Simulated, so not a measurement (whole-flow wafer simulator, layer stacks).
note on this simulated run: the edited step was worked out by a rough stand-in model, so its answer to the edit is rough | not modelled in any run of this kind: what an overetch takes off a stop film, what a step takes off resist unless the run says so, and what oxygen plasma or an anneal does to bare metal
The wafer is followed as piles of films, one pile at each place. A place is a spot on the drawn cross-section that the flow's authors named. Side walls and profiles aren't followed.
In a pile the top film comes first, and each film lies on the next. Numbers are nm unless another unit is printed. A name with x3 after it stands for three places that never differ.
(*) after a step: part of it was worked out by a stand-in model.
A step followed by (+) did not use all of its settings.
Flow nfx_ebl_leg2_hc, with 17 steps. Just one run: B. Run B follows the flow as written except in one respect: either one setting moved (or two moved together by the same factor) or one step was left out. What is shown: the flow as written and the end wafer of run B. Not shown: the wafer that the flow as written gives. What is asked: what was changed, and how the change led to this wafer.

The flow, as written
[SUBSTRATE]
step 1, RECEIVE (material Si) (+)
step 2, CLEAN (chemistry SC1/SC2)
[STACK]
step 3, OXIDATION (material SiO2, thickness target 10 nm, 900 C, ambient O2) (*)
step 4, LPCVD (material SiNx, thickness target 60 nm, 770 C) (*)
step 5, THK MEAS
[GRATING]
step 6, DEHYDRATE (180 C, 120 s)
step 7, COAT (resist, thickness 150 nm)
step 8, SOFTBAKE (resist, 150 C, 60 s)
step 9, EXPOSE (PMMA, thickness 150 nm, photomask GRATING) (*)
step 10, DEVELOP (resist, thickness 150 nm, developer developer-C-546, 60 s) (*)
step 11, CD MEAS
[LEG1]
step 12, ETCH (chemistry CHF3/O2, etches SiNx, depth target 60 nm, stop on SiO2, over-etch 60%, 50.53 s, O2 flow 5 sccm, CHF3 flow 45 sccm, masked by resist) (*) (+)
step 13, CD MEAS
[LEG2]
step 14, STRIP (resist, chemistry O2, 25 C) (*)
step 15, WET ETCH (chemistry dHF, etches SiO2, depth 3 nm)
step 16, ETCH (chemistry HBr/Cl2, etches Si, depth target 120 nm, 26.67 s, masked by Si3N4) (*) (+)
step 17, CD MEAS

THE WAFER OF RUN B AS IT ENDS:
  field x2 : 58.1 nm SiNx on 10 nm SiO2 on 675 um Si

What caused this: step 4, LPCVD: thickness target 69.5 nm was run, though the flow has thickness target 60 nm.

How this came from the change, step by step:
  step 4, LPCVD (material SiNx, thickness target 60 nm, 770 C) (*)
      field x2, pad x2: SiNx gains 69.5 (new film) (in the flow as written it would be: SiNx gains 60 (new film))
  step 12, ETCH (chemistry CHF3/O2, etches SiNx, depth target 60 nm, stop on SiO2, over-etch 60%, 50.53 s, O2 flow 5 sccm, CHF3 flow 45 sccm, masked by resist) (*) (+)
      pad x2: SiNx loses 69.5 (all of it), SiO2 loses 10 (all of it) (in the flow as written it would be: SiNx loses 60 (all of it), SiO2 loses 10 (all of it))
